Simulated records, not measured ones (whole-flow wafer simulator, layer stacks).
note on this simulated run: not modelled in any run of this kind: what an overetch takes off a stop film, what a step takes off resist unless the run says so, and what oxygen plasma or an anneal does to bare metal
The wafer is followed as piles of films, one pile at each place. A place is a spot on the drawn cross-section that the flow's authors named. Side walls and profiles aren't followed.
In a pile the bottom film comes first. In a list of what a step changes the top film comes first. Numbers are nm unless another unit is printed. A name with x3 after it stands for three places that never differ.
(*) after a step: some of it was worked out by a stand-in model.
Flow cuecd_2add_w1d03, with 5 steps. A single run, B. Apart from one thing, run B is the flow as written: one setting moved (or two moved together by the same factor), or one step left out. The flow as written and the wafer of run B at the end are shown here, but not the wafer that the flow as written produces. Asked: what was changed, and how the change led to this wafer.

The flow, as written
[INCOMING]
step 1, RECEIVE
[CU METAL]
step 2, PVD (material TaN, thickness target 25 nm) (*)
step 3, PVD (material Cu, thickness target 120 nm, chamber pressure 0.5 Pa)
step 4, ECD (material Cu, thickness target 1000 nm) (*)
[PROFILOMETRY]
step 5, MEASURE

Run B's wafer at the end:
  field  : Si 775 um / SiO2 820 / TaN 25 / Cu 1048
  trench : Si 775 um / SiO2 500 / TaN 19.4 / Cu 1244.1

Cause: step 3, PVD: thickness target 48 nm was run, while the flow as written has thickness target 120 nm.

Step by step, how the change led to this:
  step 3, PVD (material Cu, thickness target 120 nm, chamber pressure 0.5 Pa)
      field: Cu gains 48 (new film) (as written it would have been: Cu gains 120 (new film))
      trench: Cu gains 37.4 (new film) (as written it would have been: Cu gains 93.4 (new film))
